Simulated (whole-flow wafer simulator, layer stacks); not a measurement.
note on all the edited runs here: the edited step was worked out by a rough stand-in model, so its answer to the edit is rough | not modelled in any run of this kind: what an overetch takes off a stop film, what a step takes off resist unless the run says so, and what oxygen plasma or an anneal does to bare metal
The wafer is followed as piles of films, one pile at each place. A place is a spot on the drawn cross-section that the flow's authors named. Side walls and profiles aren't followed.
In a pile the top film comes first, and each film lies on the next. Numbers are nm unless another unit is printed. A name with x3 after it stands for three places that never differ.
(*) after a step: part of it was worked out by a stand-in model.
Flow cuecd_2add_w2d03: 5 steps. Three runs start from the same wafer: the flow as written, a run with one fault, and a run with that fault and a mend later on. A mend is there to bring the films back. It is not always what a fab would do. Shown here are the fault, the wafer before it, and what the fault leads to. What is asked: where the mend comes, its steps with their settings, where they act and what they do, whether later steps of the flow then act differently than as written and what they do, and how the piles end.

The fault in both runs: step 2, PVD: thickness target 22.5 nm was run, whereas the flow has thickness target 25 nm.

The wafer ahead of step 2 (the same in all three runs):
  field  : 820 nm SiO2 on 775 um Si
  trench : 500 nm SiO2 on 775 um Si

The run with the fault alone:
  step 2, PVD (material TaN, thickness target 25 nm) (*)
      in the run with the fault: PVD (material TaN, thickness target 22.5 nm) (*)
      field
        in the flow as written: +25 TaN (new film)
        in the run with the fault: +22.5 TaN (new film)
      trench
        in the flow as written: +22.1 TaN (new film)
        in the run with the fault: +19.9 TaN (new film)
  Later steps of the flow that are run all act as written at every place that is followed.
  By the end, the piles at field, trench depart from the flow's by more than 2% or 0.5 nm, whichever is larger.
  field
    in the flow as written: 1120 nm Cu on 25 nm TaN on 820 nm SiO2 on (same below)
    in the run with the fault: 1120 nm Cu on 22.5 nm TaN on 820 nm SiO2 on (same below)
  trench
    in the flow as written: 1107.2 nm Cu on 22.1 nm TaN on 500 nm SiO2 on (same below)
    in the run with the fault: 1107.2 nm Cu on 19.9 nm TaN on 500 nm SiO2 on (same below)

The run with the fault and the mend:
  The mend follows step 2.
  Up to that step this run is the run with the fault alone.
  step 2a, PVD (material TaN, thickness target 2.5 nm) (*) (a further turn of the flow's step 2, with different settings)
      field
        +2.5 TaN
      trench
        +2.21 TaN
  Later steps of the flow that are run all act as written at every place that is followed.
  The piles end the same as the flow's at every place that both follow.
